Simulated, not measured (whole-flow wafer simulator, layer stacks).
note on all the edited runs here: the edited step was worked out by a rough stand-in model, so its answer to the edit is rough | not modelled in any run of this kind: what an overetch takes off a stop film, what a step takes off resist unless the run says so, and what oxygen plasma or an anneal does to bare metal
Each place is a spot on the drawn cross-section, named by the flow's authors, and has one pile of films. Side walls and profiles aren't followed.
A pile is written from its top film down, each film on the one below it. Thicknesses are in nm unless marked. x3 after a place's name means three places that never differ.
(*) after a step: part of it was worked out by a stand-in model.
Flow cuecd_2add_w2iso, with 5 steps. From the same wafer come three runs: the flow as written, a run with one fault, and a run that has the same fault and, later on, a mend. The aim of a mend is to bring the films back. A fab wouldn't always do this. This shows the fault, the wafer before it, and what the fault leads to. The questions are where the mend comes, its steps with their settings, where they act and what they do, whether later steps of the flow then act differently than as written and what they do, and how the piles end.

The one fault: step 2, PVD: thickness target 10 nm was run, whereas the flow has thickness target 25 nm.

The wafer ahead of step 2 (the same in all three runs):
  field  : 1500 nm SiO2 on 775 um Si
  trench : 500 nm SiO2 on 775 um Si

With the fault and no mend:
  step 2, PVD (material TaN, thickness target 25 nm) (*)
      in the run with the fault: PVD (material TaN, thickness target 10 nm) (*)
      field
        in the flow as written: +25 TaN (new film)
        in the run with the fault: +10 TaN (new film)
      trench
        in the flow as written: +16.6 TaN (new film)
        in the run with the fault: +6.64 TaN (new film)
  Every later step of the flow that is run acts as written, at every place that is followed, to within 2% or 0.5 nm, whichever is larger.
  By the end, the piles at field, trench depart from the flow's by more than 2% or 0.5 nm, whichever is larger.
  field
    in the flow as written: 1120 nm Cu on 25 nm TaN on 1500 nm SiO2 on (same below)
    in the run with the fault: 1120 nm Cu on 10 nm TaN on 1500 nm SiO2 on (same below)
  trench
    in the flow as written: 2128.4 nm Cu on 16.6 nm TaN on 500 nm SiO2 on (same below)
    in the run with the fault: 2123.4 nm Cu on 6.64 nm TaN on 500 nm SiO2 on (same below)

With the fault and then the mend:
  The mend stands after step 2.
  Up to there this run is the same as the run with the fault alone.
  step 2a, PVD (material TaN, thickness target 15 nm) (*) (the flow's step 2, run once more with other settings)
      field
        +15 TaN
      trench
        +9.92 TaN
  Every later step of the flow that is run acts as written at every place that is followed.
  By the end, the piles equal the flow's at every place that both follow.
